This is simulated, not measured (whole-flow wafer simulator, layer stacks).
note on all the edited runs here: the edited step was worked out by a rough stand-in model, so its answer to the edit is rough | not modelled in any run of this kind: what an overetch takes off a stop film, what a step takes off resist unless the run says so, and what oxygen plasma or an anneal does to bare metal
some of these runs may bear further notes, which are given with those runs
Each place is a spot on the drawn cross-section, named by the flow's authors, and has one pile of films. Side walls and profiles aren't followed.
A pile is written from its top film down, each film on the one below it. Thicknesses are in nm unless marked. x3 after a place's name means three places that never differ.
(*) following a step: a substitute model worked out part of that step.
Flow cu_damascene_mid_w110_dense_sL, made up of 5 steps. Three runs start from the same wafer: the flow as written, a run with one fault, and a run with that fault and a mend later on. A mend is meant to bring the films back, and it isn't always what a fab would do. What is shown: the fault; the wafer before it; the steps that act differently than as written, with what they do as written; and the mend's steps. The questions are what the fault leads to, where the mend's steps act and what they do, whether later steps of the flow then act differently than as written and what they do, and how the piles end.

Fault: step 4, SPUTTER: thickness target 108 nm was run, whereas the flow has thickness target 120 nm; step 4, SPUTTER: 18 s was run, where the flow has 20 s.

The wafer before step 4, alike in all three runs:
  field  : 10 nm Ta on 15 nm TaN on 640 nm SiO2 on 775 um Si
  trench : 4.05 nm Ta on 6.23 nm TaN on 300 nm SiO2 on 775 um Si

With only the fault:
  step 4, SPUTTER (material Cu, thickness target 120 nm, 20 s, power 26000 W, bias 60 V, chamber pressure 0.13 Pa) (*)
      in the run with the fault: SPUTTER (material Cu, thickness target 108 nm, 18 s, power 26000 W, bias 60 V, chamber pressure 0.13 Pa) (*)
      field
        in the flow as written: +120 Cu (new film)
        in the run with the fault: +108 Cu (new film)
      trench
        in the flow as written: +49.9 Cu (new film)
        in the run with the fault: +44.9 Cu (new film)
  Every later step of the flow that is run acts as written, at every place that is followed, to within 2% or 0.5 nm, whichever is larger.
  The piles end different from the flow's at field, trench by more than 2% or 0.5 nm, whichever is larger.
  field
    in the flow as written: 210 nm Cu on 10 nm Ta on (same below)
    in the run with the fault: 198 nm Cu on 10 nm Ta on (same below)
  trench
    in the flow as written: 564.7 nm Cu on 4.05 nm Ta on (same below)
    in the run with the fault: 552.7 nm Cu on 4.05 nm Ta on (same below)

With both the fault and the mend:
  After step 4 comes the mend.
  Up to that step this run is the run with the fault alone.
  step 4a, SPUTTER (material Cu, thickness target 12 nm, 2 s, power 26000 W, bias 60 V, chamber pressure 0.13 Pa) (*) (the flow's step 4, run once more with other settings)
      field
        +12 Cu
      trench
        +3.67 Cu
  Every later step of the flow that is run acts as written, at every place that is followed, to within 2% or 0.5 nm, whichever is larger.
  By the end, the piles equal the flow's at every place that both follow.
